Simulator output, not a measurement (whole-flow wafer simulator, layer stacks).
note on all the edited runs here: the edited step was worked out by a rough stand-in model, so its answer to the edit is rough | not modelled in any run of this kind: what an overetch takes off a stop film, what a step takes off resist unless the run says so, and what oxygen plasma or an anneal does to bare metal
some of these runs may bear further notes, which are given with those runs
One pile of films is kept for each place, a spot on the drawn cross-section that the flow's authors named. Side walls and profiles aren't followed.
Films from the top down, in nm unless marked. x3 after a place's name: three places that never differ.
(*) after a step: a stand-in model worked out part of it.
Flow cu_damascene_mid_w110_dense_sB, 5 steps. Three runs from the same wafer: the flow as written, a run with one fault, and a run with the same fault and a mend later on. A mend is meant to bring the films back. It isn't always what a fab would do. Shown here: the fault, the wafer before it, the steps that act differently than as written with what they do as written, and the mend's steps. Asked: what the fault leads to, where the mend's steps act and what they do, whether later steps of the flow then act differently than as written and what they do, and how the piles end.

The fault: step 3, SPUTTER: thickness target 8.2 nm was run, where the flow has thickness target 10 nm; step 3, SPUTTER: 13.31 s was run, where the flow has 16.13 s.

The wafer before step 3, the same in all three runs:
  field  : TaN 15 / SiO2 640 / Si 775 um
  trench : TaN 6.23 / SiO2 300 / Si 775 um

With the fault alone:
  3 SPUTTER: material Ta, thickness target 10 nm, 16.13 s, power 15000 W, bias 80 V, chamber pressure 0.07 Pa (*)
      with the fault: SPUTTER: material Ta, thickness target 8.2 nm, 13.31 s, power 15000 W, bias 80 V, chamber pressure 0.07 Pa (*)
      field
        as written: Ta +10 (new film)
        with the fault: Ta +8.2 (new film)
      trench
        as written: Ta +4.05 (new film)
        with the fault: Ta +3.32 (new film)
  No later step of the flow acts differently than as written, at any place that is followed, by more than 2% or 0.5 nm, whichever is larger.
  At the end the piles differ from the flow's by more than 2% or 0.5 nm, whichever is larger, at field, trench.
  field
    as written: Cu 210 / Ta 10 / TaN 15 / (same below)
    with the fault: Cu 210 / Ta 8.2 / TaN 15 / (same below)
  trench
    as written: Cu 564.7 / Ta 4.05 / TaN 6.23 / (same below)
    with the fault: Cu 563.7 / Ta 3.32 / TaN 6.23 / (same below)

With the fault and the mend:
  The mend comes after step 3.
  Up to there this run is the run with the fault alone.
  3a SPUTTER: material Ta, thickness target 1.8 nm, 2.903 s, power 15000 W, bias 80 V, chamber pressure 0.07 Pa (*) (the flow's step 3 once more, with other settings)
      field
        Ta +1.8
      trench
        Ta +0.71
  No later step of the flow acts differently than as written at any place that is followed.
  At the end the piles differ from the flow's only slightly at the places that both follow, by at most 2% or 0.5 nm, whichever is larger.
